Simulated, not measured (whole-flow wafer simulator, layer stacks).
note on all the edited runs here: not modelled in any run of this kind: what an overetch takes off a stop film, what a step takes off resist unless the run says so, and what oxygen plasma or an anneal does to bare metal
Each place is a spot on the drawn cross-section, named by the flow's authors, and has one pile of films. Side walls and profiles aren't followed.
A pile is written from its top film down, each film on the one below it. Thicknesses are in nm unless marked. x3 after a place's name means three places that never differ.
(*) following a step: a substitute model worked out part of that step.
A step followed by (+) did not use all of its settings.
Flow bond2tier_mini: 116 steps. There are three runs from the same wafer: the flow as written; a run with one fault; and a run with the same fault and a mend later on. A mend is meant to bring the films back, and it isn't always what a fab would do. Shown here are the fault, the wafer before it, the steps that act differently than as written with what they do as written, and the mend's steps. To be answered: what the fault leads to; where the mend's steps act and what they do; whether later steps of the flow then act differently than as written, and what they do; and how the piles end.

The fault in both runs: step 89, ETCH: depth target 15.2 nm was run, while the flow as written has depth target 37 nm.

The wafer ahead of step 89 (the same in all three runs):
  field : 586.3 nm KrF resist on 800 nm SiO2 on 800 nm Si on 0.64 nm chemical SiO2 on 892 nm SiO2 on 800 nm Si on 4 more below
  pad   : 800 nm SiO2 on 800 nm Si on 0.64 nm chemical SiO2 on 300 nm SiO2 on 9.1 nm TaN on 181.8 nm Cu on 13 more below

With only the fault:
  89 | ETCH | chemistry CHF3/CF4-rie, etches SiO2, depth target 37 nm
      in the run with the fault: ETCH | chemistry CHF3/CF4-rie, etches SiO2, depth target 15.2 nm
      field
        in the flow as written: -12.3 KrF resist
        in the run with the fault: -5.07 KrF resist
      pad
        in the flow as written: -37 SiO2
        in the run with the fault: -15.2 SiO2
  Steps further on in the flow that do not act as written (not shown: 3 more steps that differ only slightly, by at most 2% or 0.5 nm, whichever is larger):
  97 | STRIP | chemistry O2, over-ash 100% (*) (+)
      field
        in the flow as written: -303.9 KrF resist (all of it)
        in the run with the fault: -313.1 KrF resist (all of it)
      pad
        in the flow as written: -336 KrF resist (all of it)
        in the run with the fault: -326.3 KrF resist (all of it)
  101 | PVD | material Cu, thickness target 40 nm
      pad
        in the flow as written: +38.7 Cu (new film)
        in the run with the fault: +39.5 Cu (new film)
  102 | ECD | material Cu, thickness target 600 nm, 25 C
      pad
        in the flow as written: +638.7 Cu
        in the run with the fault: +615.8 Cu
  By the end, the piles at pad depart from the flow's by more than 2% or 0.5 nm, whichever is larger.
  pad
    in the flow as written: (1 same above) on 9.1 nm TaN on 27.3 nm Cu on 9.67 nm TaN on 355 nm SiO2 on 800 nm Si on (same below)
    in the run with the fault: (1 same above) on 9.1 nm TaN on 5.33 nm Cu on 9.87 nm TaN on 376.8 nm SiO2 on 800 nm Si on (same below)

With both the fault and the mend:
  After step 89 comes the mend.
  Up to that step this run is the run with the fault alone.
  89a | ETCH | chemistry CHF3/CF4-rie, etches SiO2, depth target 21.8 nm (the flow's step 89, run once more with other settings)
      field
        -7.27 KrF resist
      pad
        -21.8 SiO2
  Later steps of the flow that are run all act as written at every place that is followed.
  At every place that both follow, the piles at the end match the flow's.
